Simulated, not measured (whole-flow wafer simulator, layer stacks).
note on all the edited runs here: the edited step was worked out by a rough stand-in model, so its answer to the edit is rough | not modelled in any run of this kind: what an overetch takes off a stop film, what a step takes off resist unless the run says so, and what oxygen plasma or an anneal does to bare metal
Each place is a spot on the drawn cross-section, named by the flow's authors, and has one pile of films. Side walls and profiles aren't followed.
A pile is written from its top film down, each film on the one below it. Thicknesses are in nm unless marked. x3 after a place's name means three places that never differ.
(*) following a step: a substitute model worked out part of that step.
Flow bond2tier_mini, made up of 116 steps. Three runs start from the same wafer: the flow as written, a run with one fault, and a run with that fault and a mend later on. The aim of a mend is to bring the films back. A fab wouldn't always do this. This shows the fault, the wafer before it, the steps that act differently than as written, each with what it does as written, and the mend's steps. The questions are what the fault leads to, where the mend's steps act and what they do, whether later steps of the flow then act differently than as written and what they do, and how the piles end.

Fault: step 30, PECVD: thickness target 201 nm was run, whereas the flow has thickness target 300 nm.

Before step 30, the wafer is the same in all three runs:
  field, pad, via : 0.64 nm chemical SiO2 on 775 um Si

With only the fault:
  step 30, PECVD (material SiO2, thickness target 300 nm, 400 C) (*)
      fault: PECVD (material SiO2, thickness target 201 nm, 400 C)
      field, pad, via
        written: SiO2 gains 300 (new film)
        fault: SiO2 gains 201 (new film)
  Every later step of the flow that is run acts as written at every place that is followed.
  The piles end different from the flow's at field, pad by more than 2% or 0.5 nm, whichever is larger.
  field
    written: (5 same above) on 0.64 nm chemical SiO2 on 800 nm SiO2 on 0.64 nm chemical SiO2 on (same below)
    fault: (5 same above) on 0.64 nm chemical SiO2 on 701 nm SiO2 on 0.64 nm chemical SiO2 on (same below)
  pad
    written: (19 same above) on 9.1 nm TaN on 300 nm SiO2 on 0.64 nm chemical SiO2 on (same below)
    fault: (19 same above) on 9.1 nm TaN on 201 nm SiO2 on 0.64 nm chemical SiO2 on (same below)

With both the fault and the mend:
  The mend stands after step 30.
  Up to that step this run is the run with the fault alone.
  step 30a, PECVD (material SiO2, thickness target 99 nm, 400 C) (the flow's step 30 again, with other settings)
      field, pad, via
        SiO2 gains 99
  Every later step of the flow that is run acts as written at every place that is followed.
  The piles end the same as the flow's at every place that both follow.
